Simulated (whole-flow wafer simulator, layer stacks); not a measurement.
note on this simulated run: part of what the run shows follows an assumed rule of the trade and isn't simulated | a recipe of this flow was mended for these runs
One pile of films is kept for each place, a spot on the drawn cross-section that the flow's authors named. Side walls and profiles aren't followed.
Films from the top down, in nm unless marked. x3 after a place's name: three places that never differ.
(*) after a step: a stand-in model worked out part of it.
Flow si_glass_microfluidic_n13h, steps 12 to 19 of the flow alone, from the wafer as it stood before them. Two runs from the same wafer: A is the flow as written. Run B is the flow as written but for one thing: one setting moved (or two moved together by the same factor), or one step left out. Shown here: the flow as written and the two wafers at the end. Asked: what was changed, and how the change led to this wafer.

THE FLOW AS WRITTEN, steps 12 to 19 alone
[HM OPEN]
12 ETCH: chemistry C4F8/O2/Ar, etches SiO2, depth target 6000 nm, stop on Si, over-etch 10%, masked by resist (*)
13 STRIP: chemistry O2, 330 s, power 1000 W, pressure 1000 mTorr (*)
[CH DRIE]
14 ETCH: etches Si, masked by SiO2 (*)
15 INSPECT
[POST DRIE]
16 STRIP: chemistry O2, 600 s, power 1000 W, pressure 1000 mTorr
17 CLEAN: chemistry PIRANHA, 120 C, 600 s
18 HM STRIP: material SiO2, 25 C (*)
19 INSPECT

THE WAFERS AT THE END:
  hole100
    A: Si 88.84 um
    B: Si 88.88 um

The cause: step 12, ETCH: over-etch 4.25% was run, where the flow has over-etch 10%.

How the change led to this, step by step:
  12 ETCH: chemistry C4F8/O2/Ar, etches SiO2, depth target 6000 nm, stop on Si, over-etch 10%, masked by resist (*)
      land: A thick-i-line-resist -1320 | B thick-i-line-resist -1251
      hole100: A SiO2 -6000 (all of it), Si -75 | B SiO2 -6000 (all of it), Si -31.9
